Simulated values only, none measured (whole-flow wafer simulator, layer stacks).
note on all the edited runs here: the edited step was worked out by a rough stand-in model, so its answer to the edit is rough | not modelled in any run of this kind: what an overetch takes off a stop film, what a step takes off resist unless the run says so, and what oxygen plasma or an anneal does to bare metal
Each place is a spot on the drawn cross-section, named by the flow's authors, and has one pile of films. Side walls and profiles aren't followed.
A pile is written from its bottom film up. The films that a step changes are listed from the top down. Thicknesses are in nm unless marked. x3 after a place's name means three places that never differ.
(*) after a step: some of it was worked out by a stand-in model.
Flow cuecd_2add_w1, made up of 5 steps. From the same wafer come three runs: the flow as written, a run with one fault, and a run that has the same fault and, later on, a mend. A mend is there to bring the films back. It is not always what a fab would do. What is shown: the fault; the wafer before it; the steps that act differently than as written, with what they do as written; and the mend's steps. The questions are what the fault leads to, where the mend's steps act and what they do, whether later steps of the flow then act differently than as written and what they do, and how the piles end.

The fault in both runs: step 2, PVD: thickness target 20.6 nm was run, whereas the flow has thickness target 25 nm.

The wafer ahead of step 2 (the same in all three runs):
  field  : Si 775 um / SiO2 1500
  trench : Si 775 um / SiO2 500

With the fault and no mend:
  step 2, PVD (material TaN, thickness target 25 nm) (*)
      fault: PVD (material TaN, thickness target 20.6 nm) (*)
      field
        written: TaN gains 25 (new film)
        fault: TaN gains 20.6 (new film)
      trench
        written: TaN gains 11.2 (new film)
        fault: TaN gains 9.26 (new film)
  Every later step of the flow that is run acts as written, at every place that is followed, to within 2% or 0.5 nm, whichever is larger.
  The piles end different from the flow's at field, trench by more than 2% or 0.5 nm, whichever is larger.
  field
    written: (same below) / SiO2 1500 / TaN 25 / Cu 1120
    fault: (same below) / SiO2 1500 / TaN 20.6 / Cu 1120
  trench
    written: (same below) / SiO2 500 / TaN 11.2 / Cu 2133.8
    fault: (same below) / SiO2 500 / TaN 9.26 / Cu 2131.3

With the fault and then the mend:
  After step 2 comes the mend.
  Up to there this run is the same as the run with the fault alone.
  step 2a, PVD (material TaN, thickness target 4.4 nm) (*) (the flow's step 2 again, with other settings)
      field
        TaN gains 4.4
      trench
        TaN gains 1.94
  Every later step of the flow that is run acts as written at every place that is followed.
  At every place that both follow, the piles at the end match the flow's.
